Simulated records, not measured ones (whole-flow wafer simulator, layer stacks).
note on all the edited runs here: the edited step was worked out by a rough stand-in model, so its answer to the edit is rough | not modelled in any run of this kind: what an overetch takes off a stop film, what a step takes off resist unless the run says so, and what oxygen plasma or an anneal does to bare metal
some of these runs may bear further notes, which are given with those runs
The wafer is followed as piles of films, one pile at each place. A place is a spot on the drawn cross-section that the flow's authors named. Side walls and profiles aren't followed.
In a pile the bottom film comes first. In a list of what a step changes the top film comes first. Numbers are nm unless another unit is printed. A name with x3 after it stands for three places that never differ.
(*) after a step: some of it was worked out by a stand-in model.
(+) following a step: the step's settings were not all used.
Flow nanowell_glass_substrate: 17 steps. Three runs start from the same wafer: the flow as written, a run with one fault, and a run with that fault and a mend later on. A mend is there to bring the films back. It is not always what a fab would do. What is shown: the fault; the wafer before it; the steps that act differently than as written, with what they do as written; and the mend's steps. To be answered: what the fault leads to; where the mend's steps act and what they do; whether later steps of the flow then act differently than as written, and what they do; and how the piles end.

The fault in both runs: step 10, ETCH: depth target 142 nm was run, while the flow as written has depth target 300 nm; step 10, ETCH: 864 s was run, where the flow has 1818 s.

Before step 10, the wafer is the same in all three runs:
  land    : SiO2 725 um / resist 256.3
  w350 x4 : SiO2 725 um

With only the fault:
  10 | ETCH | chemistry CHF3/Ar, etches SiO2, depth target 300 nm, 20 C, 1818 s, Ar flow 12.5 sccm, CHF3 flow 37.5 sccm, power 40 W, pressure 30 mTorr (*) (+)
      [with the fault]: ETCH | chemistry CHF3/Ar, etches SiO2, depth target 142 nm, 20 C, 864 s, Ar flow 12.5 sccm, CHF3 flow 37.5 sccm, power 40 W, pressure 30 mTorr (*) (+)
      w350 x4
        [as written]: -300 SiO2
        [with the fault]: -142 SiO2
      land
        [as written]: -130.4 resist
        [with the fault]: -61.7 resist
  Later steps of the flow acting differently than as written:
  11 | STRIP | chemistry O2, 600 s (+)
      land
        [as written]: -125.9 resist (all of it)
        [with the fault]: -194.6 resist (all of it)
  The piles end only slightly different from the flow's at the places that both follow, by no more than 2% or 0.5 nm, whichever is larger.

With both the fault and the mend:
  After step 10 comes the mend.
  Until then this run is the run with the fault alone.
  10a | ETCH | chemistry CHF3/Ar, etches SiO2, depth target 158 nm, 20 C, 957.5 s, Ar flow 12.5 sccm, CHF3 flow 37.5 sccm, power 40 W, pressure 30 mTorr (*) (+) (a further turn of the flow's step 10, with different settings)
      w350 x4
        -158 SiO2
      land
        -68.7 resist
  Later steps of the flow that are run all act as written at every place that is followed.
  By the end, the piles equal the flow's at every place that both follow.
